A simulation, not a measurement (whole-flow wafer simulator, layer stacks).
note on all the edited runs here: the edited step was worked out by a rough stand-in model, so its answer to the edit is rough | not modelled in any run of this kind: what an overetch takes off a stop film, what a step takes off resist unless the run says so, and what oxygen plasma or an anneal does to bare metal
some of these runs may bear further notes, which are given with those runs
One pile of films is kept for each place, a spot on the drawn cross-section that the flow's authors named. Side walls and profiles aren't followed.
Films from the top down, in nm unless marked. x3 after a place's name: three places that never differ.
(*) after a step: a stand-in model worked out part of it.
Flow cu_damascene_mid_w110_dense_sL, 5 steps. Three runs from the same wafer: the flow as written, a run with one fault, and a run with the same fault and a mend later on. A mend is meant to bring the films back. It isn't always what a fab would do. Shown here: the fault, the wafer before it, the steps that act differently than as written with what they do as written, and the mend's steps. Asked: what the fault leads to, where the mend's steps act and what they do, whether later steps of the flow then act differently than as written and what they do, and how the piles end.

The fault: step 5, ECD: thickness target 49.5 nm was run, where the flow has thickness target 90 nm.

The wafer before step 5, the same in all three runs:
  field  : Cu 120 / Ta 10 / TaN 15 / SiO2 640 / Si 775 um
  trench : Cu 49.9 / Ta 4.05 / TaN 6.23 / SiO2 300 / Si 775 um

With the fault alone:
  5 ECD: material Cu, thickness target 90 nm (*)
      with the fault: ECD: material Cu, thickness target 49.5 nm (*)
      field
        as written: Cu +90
        with the fault: Cu +49.5
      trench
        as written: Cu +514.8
        with the fault: Cu +474.3
  No later step of the flow acts differently than as written at any place that is followed.
  At the end the piles differ from the flow's by more than 2% or 0.5 nm, whichever is larger, at field, trench.
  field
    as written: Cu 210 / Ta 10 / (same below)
    with the fault: Cu 169.5 / Ta 10 / (same below)
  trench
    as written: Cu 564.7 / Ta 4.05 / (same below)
    with the fault: Cu 524.2 / Ta 4.05 / (same below)

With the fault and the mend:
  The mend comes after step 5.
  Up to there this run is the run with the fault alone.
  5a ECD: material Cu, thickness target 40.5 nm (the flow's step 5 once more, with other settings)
      field, trench
        Cu +40.5
  No later step of the flow acts differently than as written at any place that is followed.
  At the end the piles are the same as the flow's at every place that both follow.
